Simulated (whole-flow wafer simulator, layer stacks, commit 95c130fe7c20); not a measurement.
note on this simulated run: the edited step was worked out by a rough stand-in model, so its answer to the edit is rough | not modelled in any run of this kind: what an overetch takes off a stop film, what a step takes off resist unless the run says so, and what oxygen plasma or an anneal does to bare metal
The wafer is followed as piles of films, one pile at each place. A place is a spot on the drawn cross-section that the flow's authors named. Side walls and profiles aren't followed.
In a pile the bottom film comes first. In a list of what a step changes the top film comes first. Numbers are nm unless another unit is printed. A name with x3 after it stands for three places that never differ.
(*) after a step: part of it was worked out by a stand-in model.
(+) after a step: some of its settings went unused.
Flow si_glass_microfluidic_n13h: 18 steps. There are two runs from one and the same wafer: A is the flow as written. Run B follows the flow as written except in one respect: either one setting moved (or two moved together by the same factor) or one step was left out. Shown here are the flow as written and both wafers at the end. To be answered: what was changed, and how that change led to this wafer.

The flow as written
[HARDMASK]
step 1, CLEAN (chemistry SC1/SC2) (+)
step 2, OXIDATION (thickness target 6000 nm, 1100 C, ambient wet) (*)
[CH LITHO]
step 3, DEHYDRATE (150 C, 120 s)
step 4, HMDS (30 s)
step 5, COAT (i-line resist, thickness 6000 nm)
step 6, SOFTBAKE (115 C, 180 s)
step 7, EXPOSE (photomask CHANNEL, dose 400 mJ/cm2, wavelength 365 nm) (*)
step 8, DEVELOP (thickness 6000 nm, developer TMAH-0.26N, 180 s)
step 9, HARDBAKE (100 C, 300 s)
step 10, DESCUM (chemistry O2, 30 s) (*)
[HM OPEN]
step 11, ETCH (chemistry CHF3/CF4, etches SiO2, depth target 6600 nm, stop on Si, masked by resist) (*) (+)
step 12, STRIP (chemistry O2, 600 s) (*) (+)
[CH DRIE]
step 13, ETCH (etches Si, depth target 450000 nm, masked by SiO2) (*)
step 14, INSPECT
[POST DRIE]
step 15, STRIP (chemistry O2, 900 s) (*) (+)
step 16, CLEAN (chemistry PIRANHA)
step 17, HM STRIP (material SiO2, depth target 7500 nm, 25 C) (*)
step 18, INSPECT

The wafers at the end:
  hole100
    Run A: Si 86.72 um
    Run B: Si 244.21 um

The reason: step 13, ETCH: depth target 292500 nm was run, while the flow as written has depth target 450000 nm.

Step by step, how the change led to this:
  step 13, ETCH (etches Si, depth target 450000 nm, masked by SiO2) (*)
      land: A -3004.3 SiO2 | B -1954.3 SiO2
      hole100: A -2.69 chemical SiO2 (all of it), -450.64 um Si | B -2.69 chemical SiO2 (all of it), -293.15 um Si
  step 17, HM STRIP (material SiO2, depth target 7500 nm, 25 C) (*)
      land: A -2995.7 SiO2 (all of it) | B -4045.7 SiO2 (all of it)
